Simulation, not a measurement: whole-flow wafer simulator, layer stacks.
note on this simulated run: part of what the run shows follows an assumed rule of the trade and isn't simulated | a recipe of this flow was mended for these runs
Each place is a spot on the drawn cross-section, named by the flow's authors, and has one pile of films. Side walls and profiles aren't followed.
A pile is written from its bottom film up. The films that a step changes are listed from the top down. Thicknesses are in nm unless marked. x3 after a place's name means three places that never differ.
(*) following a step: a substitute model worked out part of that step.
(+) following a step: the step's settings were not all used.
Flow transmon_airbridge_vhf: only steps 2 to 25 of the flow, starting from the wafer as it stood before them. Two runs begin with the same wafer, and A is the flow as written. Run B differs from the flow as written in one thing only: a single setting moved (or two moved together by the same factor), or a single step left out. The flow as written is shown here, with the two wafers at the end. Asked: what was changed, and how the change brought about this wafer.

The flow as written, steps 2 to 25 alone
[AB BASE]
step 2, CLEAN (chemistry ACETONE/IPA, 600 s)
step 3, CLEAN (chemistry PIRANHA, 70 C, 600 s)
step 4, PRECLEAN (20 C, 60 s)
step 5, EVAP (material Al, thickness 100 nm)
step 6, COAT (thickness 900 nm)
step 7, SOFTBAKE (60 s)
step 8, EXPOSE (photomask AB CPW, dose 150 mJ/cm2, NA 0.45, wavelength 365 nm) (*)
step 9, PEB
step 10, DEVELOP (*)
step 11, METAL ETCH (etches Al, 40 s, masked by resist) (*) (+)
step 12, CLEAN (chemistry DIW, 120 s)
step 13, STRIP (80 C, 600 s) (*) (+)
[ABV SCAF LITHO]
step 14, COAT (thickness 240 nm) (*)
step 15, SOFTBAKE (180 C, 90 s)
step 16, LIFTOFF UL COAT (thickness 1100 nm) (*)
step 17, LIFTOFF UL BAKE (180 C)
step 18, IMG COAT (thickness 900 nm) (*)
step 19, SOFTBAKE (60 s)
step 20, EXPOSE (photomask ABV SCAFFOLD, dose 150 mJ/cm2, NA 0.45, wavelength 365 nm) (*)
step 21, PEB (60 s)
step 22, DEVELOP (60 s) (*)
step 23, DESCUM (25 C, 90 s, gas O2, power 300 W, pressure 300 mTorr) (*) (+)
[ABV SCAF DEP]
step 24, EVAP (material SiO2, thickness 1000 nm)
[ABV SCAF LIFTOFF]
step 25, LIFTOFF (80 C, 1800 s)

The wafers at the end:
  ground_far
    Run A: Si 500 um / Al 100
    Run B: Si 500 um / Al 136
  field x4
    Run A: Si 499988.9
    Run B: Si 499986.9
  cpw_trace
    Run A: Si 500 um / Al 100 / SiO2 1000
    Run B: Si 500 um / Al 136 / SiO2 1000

Cause: step 5, EVAP: thickness 136 nm was run, whereas the flow has thickness 100 nm; step 11, METAL ETCH: 54 s was run, where the flow has 40 s.
The wafer itself shows it: ground_far has Al 136, and step 5 as written asks for 100 nm.

The path from the change to this, step by step:
  step 5, EVAP (material Al, thickness 100 nm)
      field x4, ground_far, pad_w x2, flank_w x2, gap_w x2, cpw_trace, trace_open_s x2, margin_s x3: A Al gains 100 (new film) | B Al gains 136 (new film)
  step 11, METAL ETCH (etches Al, 40 s, masked by resist) (*) (+)
      ground_far, pad_w x2, flank_w x2, cpw_trace, trace_open_s x2, margin_s x3: A i-line-resist loses 60 | B i-line-resist loses 81
      field x4, gap_w x2: A Al loses 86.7 (all of it), Si loses 11.1 | B Al loses 122.7 (all of it), Si loses 13.1
  step 13, STRIP (80 C, 600 s) (*) (+)
      ground_far, pad_w x2, flank_w x2, cpw_trace, trace_open_s x2, margin_s x3: A i-line-resist loses 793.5 (all of it) | B i-line-resist loses 772.5 (all of it)
  step 14, COAT (thickness 240 nm) (*)
      flank_w x2: A acrylic-e-beam-resist gains 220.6 (new film) | B acrylic-e-beam-resist gains 215.2 (new film)
  step 23, DESCUM (25 C, 90 s, gas O2, power 300 W, pressure 300 mTorr) (*) (+)
      flank_w x2: A acrylic-e-beam-resist loses 220.6 (all of it) | B acrylic-e-beam-resist loses 215.2 (all of it)
